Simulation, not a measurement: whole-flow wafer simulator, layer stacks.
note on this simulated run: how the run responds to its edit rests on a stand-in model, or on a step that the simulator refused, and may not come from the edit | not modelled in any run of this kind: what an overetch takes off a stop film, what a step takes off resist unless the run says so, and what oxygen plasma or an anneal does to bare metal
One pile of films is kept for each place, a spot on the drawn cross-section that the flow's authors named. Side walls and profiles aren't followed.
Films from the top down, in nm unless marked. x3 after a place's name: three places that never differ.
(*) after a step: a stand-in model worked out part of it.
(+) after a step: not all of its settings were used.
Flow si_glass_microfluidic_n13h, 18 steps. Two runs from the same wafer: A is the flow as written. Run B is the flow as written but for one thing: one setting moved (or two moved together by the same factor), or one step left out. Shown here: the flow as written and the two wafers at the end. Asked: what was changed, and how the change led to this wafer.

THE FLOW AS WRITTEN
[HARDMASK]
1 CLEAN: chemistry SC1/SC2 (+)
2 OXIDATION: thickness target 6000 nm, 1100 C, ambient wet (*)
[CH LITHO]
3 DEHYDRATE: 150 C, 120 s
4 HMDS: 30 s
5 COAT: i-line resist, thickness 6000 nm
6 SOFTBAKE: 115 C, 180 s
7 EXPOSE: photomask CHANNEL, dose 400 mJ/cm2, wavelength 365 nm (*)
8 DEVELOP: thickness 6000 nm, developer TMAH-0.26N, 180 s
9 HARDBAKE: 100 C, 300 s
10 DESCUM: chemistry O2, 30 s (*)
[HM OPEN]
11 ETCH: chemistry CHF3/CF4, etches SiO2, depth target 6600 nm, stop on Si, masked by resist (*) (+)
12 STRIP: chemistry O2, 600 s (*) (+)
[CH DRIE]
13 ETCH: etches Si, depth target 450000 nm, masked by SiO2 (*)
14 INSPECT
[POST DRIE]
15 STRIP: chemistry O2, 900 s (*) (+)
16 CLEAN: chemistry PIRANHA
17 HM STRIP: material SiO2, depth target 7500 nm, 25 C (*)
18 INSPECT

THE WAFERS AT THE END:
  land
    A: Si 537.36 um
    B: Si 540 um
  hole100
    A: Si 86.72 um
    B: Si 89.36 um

The cause: step 2, OXIDATION: thickness target 6000 nm, 1100 C, ambient wet (*), was left out.

How the change led to this, step by step:
  11 ETCH: chemistry CHF3/CF4, etches SiO2, depth target 6600 nm, stop on Si, masked by resist (*) (+)
      hole100: A SiO2 -6000 (all of it) | B chemical SiO2 -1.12 (all of it)
  12 STRIP: chemistry O2, 600 s (*) (+)
      land: A i-line resist -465 (all of it) | B i-line resist -465 (all of it), chemical SiO2 +2.05, Si -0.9
  13 ETCH: etches Si, depth target 450000 nm, masked by SiO2 (*)
      land: A SiO2 -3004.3 | B chemical SiO2 -2.69 (all of it)
  15 STRIP: chemistry O2, 900 s (*) (+)
      land: A nothing | B chemical SiO2 +2.69 (new film), Si -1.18
  17 HM STRIP: material SiO2, depth target 7500 nm, 25 C (*)
      land: A SiO2 -2995.7 (all of it) | B chemical SiO2 -2.69 (all of it)
